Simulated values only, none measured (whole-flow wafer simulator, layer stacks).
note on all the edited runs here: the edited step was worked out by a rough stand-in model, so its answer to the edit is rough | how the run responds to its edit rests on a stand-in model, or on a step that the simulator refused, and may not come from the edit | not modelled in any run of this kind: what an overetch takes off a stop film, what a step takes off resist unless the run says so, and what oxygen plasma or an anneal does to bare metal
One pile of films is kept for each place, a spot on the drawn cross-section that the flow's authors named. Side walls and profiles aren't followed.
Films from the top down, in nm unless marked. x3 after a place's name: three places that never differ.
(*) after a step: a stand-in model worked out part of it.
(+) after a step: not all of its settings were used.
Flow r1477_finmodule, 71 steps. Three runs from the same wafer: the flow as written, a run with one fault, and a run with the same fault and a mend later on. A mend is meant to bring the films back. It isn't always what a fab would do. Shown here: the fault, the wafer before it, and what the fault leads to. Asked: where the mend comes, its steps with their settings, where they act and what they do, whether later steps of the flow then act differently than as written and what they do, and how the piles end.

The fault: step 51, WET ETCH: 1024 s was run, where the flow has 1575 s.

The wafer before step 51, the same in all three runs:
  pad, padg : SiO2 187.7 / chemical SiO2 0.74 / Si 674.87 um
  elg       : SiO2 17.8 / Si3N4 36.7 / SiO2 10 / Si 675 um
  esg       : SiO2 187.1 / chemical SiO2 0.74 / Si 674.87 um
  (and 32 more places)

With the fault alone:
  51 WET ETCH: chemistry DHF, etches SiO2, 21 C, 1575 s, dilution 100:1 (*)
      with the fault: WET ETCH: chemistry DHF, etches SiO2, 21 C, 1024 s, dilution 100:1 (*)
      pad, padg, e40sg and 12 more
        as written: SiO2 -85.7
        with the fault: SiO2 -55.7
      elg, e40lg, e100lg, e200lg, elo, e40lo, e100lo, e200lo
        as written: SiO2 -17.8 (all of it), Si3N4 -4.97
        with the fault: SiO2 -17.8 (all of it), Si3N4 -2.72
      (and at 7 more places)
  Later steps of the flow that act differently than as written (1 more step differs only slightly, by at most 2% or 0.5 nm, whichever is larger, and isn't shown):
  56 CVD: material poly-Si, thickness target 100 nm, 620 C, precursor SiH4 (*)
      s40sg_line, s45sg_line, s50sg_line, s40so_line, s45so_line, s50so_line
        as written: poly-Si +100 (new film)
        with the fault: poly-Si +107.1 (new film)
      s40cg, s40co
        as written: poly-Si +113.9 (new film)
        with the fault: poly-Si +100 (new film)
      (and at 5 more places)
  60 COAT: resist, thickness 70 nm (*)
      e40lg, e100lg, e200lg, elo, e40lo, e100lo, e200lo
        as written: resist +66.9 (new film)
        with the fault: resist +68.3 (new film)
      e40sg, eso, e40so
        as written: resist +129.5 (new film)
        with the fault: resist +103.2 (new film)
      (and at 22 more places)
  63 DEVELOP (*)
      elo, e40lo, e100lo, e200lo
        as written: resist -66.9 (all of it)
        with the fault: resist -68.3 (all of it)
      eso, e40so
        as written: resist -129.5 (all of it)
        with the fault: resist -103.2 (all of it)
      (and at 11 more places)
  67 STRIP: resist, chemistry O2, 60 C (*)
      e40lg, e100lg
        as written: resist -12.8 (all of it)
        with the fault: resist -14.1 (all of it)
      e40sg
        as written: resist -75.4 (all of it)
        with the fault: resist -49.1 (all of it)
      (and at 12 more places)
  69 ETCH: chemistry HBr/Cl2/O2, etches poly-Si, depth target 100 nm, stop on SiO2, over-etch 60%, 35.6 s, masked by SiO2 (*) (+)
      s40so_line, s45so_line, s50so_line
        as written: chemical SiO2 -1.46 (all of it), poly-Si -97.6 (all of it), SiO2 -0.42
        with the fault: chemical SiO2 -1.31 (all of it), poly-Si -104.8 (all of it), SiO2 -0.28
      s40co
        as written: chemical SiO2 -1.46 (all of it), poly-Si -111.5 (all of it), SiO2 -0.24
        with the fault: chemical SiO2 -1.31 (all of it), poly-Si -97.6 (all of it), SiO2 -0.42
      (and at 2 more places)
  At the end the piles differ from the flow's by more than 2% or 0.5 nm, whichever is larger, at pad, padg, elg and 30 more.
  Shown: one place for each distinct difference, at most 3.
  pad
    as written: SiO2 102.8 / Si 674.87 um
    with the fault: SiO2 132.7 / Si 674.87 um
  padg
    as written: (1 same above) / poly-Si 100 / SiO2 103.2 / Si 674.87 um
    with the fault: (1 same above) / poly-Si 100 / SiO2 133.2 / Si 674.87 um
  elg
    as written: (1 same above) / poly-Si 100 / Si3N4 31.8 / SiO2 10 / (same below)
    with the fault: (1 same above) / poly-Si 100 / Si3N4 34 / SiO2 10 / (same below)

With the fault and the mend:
  The mend comes after step 51.
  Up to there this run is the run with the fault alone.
  51a WET ETCH: chemistry DHF, etches SiO2, 21 C, 551 s, dilution 100:1 (*) (the flow's step 51 once more, with other settings)
      pad, padg, e40sg and 12 more
        SiO2 -30
      elg, e40lg, e100lg, e200lg, elo, e40lo, e100lo, e200lo
        Si3N4 -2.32
      esg, s40cg, s45cg, s50cg, s40co, s45co, s50co
        SiO2 -27.7
  No later step of the flow acts differently than as written, at any place that is followed, by more than 2% or 0.5 nm, whichever is larger.
  At the end the piles differ from the flow's only slightly at the places that both follow, by at most 2% or 0.5 nm, whichever is larger.
